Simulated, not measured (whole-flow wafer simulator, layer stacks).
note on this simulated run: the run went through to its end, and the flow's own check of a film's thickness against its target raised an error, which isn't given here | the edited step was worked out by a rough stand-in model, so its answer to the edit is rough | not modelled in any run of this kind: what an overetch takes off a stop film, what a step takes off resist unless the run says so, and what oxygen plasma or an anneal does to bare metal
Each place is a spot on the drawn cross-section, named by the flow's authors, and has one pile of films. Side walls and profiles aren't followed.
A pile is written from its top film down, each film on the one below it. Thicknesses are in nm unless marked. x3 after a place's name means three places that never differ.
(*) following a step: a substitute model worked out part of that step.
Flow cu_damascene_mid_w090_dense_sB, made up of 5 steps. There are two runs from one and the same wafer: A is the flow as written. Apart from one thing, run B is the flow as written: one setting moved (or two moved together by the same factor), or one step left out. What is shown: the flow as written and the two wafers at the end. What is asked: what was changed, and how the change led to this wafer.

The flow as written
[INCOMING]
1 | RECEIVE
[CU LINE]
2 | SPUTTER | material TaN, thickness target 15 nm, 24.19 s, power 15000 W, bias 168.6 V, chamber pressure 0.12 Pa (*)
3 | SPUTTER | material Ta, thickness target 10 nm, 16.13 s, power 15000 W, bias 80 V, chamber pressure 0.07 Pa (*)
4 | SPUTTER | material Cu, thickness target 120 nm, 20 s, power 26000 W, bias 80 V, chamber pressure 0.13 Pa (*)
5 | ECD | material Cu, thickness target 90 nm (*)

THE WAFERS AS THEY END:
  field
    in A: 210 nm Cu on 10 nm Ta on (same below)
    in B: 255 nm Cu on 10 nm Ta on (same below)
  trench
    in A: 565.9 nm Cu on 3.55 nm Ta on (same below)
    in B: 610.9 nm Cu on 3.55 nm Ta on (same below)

What caused this: step 5, ECD: thickness target 135 nm was run, though the flow has thickness target 90 nm.

Step by step, how the change led to this:
  5 | ECD | material Cu, thickness target 90 nm (*)
      field: A +90 Cu | B +135 Cu
      trench: A +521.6 Cu | B +566.6 Cu
